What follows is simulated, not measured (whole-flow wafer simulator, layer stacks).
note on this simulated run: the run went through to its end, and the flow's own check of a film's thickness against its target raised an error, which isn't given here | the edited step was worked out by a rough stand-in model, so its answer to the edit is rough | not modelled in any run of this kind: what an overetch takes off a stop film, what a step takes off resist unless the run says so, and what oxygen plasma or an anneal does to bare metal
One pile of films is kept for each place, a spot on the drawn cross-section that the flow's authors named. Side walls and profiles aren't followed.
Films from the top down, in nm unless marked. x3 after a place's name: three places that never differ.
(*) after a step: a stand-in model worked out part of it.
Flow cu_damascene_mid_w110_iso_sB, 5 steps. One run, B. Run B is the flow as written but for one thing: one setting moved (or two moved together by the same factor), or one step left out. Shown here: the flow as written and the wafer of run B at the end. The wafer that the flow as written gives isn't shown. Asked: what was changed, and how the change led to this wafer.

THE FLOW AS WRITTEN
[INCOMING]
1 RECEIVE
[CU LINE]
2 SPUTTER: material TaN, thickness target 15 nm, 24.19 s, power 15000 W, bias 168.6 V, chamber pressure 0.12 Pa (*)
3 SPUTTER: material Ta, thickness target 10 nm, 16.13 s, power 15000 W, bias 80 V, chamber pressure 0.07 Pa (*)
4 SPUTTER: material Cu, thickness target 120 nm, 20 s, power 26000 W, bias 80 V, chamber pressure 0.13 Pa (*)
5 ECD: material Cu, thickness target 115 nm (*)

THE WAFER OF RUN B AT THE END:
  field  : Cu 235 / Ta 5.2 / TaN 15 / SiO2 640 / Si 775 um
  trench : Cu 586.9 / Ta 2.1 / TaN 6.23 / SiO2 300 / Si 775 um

The cause: step 3, SPUTTER: thickness target 5.2 nm was run, where the flow has thickness target 10 nm; step 3, SPUTTER: 8.47 s was run, where the flow has 16.13 s.
It can be read off the wafer: field has Ta 5.2, and step 3 as written asks for 10 nm.

How the change led to this, step by step:
  3 SPUTTER: material Ta, thickness target 10 nm, 16.13 s, power 15000 W, bias 80 V, chamber pressure 0.07 Pa (*)
      field: Ta +5.2 (new film) (as written it would be: Ta +10 (new film))
      trench: Ta +2.1 (new film) (as written it would be: Ta +4.05 (new film))
